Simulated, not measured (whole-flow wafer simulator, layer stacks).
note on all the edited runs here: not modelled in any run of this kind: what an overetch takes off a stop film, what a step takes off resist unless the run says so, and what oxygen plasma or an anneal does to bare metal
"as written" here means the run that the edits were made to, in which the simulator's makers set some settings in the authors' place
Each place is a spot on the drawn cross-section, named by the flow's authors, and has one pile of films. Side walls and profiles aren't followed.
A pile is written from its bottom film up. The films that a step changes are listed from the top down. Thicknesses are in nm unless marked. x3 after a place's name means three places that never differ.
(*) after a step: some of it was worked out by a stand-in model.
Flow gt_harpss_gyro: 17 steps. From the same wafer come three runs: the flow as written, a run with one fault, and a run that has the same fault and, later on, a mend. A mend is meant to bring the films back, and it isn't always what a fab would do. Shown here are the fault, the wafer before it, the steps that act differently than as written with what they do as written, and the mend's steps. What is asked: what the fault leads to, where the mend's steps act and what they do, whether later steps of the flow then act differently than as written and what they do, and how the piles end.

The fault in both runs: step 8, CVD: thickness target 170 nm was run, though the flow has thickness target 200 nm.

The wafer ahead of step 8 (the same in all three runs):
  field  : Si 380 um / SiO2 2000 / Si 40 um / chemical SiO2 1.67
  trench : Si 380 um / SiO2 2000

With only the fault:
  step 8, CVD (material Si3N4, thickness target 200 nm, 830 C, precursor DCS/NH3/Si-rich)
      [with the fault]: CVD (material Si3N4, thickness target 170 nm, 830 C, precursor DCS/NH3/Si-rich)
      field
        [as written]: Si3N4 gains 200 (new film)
        [with the fault]: Si3N4 gains 170 (new film)
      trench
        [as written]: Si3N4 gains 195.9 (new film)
        [with the fault]: Si3N4 gains 166.6 (new film)
  Steps further on in the flow that do not act as written:
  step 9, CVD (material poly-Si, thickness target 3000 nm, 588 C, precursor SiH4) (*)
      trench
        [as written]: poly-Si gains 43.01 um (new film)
        [with the fault]: poly-Si gains 43 um (new film)
  At field, trench, the piles at the end differ from the flow's by more than 2% or 0.5 nm, whichever is larger.
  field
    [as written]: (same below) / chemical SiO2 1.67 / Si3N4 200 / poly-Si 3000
    [with the fault]: (same below) / chemical SiO2 1.67 / Si3N4 170 / poly-Si 3000
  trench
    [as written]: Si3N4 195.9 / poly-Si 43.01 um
    [with the fault]: Si3N4 166.6 / poly-Si 43 um

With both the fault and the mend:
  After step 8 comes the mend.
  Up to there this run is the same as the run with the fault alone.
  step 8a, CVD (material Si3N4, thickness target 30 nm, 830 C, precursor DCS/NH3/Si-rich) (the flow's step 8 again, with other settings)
      field
        Si3N4 gains 30
      trench
        Si3N4 gains 29.2
  Later steps of the flow that are run all act as written at every place that is followed.
  When the end is reached, the piles differ only a little from the flow's at the places that both follow, at most by 2% or 0.5 nm, whichever is larger.
